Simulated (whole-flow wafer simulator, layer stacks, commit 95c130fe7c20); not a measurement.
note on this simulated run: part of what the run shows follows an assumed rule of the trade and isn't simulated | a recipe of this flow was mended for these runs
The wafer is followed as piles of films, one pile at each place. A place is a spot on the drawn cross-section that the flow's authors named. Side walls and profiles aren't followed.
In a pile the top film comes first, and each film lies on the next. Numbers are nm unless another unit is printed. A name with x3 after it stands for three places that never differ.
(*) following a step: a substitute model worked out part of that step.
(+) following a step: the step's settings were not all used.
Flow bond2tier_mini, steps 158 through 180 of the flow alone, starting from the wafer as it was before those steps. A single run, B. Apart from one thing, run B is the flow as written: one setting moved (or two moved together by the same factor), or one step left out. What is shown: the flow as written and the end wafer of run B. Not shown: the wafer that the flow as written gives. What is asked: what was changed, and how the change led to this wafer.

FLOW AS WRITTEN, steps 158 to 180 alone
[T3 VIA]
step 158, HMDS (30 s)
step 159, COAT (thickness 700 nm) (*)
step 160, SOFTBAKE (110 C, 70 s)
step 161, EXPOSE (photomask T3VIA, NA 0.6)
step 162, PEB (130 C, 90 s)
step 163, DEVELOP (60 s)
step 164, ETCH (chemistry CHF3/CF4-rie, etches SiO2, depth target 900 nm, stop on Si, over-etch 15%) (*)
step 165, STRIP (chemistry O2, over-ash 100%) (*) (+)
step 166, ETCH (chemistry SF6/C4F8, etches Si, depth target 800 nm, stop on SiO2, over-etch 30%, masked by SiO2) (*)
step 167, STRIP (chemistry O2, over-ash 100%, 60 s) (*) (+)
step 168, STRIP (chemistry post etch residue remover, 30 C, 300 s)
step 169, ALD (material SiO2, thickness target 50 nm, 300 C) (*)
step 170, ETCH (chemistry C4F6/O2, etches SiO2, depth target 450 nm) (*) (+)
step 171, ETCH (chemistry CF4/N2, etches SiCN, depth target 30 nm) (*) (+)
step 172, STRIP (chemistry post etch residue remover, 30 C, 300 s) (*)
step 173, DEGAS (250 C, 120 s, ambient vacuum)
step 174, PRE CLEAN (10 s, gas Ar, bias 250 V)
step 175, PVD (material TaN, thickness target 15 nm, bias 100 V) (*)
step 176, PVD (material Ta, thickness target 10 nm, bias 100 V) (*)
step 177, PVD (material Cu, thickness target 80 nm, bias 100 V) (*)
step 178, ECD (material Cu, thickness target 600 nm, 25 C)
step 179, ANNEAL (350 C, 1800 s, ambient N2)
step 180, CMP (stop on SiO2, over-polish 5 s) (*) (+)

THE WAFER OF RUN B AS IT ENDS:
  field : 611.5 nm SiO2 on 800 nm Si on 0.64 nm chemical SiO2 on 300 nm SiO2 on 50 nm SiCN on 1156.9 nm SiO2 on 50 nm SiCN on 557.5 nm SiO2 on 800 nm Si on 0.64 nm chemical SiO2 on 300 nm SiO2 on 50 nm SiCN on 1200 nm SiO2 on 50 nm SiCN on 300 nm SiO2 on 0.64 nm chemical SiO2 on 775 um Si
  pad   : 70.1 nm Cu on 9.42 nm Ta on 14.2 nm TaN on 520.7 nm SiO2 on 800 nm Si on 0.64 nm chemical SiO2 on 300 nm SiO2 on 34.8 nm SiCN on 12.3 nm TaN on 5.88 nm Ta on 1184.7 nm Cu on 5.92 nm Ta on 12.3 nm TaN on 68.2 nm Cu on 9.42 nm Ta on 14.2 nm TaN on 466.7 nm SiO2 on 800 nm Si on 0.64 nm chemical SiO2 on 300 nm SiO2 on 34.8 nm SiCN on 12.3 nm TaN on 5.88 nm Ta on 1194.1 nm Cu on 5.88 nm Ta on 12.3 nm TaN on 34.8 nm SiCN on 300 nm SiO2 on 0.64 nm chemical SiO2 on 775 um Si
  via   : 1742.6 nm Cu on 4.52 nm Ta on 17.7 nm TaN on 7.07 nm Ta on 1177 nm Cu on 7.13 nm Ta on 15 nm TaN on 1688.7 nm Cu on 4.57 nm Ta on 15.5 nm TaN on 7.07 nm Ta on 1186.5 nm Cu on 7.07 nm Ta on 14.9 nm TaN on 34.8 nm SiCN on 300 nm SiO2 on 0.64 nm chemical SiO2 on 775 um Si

Cause: step 170, ETCH: depth target 396 nm was run, while the flow as written has depth target 450 nm.

Step by step, how the change led to this:
  step 170, ETCH (chemistry C4F6/O2, etches SiO2, depth target 450 nm) (*) (+)
      field, pad: SiO2 loses 396 (it would be, as written: SiO2 loses 450)
      via: SiO2 loses 348.1 (all of it), SiCN loses 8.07 (it would be, as written: SiO2 loses 348.1 (all of it), SiCN loses 17.2)
  step 171, ETCH (chemistry CF4/N2, etches SiCN, depth target 30 nm) (*) (+)
      via: SiCN loses 26.8 (all of it), TaN loses 0.79 (it would be, as written: SiCN loses 17.6 (all of it), TaN loses 3.01)
  step 178, ECD (material Cu, thickness target 600 nm, 25 C)
      via: Cu gains 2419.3 (it would be, as written: Cu gains 2367)
